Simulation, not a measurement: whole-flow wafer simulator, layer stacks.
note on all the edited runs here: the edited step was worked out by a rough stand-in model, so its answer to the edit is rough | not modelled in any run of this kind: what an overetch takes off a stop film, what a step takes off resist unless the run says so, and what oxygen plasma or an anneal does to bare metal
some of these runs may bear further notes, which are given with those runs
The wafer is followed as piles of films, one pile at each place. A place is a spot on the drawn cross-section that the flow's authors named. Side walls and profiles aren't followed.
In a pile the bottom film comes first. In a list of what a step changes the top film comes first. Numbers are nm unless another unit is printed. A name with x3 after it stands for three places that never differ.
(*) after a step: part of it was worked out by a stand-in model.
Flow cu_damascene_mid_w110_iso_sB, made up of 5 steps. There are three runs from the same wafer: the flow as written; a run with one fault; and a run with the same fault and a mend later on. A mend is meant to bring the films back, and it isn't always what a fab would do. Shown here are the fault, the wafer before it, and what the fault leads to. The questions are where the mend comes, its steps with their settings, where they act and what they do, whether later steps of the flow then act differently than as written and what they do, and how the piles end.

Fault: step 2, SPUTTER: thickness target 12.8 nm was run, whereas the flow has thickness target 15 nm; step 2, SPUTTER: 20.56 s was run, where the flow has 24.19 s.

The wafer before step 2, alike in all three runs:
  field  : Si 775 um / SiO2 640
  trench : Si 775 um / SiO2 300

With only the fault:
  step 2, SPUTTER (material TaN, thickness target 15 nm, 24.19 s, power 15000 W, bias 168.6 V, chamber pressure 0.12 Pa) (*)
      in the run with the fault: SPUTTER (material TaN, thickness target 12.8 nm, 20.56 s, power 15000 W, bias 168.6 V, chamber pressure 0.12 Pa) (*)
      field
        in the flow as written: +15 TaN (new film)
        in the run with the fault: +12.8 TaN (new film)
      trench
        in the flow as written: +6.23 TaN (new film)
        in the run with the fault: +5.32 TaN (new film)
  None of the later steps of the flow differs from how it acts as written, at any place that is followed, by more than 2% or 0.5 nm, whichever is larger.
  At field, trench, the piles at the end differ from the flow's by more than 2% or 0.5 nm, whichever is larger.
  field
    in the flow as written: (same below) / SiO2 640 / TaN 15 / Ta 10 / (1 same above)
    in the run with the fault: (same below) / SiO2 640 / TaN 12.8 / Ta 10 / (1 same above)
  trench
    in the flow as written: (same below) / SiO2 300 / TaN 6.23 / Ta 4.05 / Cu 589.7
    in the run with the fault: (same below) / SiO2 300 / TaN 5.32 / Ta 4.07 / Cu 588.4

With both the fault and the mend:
  After step 2 comes the mend.
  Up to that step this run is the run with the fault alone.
  step 2a, SPUTTER (material TaN, thickness target 2.2 nm, 3.548 s, power 15000 W, bias 168.6 V, chamber pressure 0.12 Pa) (*) (the flow's step 2 again, with other settings)
      field
        +2.2 TaN
      trench
        +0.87 TaN
  None of the later steps of the flow acts differently than as written at any place that is followed.
  At the end the piles are close to the flow's at the places that both follow, differing by at most 2% or 0.5 nm, whichever is larger.
